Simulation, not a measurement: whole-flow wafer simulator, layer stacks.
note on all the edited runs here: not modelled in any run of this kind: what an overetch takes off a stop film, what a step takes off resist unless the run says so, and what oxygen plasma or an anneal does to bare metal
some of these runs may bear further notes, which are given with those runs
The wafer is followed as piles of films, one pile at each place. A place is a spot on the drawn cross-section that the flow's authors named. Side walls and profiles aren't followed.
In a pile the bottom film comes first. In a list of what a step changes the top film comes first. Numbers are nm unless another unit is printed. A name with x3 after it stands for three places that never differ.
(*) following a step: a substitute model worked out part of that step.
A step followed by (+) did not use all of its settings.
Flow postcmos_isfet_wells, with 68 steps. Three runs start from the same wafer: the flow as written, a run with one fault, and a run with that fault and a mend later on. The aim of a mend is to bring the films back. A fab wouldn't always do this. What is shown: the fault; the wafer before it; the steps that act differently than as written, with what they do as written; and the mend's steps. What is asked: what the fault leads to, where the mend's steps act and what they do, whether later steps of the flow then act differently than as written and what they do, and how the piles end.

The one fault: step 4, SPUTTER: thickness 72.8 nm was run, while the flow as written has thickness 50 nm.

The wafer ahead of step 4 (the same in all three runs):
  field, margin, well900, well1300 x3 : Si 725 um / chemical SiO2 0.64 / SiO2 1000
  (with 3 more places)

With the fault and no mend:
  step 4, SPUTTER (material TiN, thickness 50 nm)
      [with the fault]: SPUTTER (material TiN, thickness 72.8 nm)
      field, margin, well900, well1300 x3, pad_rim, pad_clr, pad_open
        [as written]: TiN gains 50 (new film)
        [with the fault]: TiN gains 72.8 (new film)
  Steps further on in the flow that do not act as written (1 other step is not shown; it differs only slightly, by no more than 2% or 0.5 nm, whichever is larger):
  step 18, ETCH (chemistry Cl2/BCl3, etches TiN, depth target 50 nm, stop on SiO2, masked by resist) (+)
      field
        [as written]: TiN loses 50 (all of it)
        [with the fault]: TiN loses 50
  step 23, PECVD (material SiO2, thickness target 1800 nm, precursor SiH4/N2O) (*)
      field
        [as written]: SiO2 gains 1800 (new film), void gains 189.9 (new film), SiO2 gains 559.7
        [with the fault]: SiO2 gains 1800 (new film), void gains 190.2 (new film), SiO2 gains 559.8 (new film)
  By the end, the piles at field, margin, well900, well1300 x3, pad_rim, pad_clr, pad_open depart from the flow's by more than 2% or 0.5 nm, whichever is larger.
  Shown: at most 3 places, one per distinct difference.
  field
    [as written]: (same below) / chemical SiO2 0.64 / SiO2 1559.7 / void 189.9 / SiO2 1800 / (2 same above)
    [with the fault]: (same below) / chemical SiO2 0.64 / SiO2 1000 / TiN 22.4 / SiO2 559.8 / void 190.2 / SiO2 1800 / (2 same above)
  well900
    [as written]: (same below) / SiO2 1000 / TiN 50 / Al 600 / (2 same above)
    [with the fault]: (same below) / SiO2 1000 / TiN 72.8 / Al 600 / (2 same above)
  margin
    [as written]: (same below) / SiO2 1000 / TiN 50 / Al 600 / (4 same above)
    [with the fault]: (same below) / SiO2 1000 / TiN 72.8 / Al 600 / (4 same above)

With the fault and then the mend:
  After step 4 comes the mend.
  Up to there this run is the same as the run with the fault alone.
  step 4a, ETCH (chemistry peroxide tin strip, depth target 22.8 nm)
      field, margin, well900, well1300 x3, pad_rim, pad_clr, pad_open
        TiN loses 22.8
  None of the later steps of the flow acts differently than as written at any place that is followed.
  The piles end the same as the flow's at every place that both follow.
